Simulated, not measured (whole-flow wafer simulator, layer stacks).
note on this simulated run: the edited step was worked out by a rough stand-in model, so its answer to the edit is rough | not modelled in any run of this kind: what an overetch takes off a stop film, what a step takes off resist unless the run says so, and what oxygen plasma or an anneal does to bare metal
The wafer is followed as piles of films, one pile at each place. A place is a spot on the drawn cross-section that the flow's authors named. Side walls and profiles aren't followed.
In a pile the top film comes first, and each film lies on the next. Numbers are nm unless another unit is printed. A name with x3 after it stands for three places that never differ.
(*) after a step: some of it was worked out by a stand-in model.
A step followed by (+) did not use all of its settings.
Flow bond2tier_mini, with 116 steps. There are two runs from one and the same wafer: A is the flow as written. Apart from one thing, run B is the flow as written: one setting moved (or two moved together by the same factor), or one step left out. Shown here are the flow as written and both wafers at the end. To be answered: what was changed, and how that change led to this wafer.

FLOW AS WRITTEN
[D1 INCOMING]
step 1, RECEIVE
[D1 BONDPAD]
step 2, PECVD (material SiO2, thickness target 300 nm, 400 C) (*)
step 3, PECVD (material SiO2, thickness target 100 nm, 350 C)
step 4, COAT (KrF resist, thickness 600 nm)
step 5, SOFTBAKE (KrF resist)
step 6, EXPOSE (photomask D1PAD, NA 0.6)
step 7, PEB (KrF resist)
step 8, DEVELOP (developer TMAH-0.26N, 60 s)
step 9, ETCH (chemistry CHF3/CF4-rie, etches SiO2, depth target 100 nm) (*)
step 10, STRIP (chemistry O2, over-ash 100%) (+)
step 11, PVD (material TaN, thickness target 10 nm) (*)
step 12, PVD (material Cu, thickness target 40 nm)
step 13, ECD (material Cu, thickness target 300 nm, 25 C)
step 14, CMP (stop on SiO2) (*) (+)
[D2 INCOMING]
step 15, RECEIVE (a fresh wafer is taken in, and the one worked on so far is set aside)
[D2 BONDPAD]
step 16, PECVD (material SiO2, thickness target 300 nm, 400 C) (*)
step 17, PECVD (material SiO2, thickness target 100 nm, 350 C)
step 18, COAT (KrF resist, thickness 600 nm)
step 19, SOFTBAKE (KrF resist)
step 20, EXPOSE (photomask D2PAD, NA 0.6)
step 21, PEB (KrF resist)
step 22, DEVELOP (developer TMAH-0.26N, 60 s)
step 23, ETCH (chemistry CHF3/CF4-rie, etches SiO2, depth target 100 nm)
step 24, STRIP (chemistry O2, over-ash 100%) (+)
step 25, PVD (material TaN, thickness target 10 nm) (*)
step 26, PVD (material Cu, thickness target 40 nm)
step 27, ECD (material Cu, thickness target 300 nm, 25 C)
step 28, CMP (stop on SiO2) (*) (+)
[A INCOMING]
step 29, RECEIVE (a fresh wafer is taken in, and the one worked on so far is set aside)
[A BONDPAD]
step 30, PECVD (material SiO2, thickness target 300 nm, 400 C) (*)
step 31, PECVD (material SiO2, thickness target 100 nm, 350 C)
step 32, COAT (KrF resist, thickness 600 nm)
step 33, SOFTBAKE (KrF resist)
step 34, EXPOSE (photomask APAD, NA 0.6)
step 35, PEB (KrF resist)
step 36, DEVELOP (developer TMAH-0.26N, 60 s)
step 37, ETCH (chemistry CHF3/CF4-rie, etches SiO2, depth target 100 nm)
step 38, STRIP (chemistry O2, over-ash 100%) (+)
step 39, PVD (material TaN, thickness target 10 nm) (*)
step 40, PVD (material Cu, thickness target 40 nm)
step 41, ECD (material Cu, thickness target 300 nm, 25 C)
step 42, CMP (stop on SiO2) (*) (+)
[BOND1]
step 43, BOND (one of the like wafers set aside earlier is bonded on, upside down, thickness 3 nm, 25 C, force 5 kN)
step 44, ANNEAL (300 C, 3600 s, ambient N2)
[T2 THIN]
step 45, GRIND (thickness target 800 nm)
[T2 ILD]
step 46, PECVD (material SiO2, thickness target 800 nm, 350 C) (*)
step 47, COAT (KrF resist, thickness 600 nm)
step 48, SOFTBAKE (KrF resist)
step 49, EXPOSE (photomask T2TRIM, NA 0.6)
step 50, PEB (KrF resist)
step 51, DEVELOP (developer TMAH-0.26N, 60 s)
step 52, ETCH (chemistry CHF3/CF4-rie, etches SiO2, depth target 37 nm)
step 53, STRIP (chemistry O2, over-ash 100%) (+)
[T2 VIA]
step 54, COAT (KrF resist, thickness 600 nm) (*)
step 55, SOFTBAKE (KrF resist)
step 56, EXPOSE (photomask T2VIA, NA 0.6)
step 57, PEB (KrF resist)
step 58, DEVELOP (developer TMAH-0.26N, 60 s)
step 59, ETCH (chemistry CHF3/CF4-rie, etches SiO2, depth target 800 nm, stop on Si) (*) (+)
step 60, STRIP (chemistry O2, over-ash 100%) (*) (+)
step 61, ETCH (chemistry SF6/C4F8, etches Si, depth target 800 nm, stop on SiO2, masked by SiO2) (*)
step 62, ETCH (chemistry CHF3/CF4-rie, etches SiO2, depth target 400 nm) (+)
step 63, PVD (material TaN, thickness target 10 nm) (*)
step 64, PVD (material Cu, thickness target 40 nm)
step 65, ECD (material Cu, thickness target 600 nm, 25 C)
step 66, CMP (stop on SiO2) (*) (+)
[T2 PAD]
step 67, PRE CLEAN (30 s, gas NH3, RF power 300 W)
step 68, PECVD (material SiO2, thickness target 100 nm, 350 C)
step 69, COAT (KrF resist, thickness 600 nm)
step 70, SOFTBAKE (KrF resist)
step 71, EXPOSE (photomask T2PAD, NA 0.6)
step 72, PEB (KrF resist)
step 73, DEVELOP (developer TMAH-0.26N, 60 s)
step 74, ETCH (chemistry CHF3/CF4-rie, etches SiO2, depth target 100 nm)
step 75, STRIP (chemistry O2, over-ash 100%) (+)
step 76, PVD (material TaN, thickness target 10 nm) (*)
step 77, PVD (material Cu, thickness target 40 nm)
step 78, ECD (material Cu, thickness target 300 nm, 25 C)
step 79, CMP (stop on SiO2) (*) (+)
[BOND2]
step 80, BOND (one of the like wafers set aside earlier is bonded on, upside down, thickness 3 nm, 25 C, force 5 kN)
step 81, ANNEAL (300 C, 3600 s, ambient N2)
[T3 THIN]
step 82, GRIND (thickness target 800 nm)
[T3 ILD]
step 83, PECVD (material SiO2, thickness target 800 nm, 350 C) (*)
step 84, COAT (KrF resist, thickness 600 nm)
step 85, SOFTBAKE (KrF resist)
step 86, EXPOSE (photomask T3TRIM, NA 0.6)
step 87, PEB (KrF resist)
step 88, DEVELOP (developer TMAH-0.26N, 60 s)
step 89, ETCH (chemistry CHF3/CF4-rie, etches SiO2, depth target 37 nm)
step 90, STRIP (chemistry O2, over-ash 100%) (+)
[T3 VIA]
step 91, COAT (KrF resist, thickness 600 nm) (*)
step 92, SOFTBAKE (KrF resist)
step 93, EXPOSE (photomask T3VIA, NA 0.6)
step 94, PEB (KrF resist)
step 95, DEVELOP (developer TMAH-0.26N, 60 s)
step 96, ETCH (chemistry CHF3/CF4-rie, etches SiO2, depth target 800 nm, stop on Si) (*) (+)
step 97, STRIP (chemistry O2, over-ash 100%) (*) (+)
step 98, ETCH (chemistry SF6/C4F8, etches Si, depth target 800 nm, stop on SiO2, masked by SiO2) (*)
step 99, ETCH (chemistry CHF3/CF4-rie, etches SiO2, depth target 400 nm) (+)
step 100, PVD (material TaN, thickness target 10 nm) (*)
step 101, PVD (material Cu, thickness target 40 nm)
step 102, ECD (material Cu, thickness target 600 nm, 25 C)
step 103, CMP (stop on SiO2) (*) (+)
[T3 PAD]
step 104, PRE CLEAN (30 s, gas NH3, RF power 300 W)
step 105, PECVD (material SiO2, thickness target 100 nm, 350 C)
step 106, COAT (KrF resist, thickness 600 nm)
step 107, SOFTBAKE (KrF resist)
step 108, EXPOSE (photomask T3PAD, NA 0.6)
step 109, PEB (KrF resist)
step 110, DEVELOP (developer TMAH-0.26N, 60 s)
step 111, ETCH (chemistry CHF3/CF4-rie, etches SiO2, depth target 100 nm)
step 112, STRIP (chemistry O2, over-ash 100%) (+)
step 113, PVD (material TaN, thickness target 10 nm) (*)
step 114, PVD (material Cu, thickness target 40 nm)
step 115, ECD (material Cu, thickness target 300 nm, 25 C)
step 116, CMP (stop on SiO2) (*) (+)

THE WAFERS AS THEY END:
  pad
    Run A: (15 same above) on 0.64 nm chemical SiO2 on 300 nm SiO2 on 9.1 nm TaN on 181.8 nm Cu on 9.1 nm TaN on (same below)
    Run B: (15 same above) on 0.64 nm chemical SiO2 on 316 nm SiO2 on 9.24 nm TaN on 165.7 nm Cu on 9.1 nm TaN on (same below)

What caused this: step 9, ETCH: depth target 84 nm was run, whereas the flow has depth target 100 nm.

Step by step, how the change led to this:
  step 9, ETCH (chemistry CHF3/CF4-rie, etches SiO2, depth target 100 nm) (*)
      pad, via: A SiO2 loses 100 | B SiO2 loses 84
      field: A KrF resist loses 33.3 | B KrF resist loses 28
  step 13, ECD (material Cu, thickness target 300 nm, 25 C)
      pad: A Cu gains 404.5 | B Cu gains 387.8
      via: A Cu gains 400.2 | B Cu gains 384.1
  step 43, BOND (one of the like wafers set aside earlier is bonded on, upside down, thickness 3 nm, 25 C, force 5 kN)
      pad: A Si gains 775 um (new film), chemical SiO2 gains 0.64 (new film), SiO2 gains 300 (new film), TaN gains 9.1 (new film), Cu gains 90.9 | B Si gains 775 um (new film), chemical SiO2 gains 0.64 (new film), SiO2 gains 316 (new film), TaN gains 9.24 (new film), Cu gains 74.8
      via: A Si gains 775 um (new film), chemical SiO2 gains 0.64 (new film), SiO2 gains 300 (new film), TaN gains 9.97 (new film), Cu gains 90 | B Si gains 775 um (new film), chemical SiO2 gains 0.64 (new film), SiO2 gains 316 (new film), TaN gains 9.98 (new film), Cu gains 74
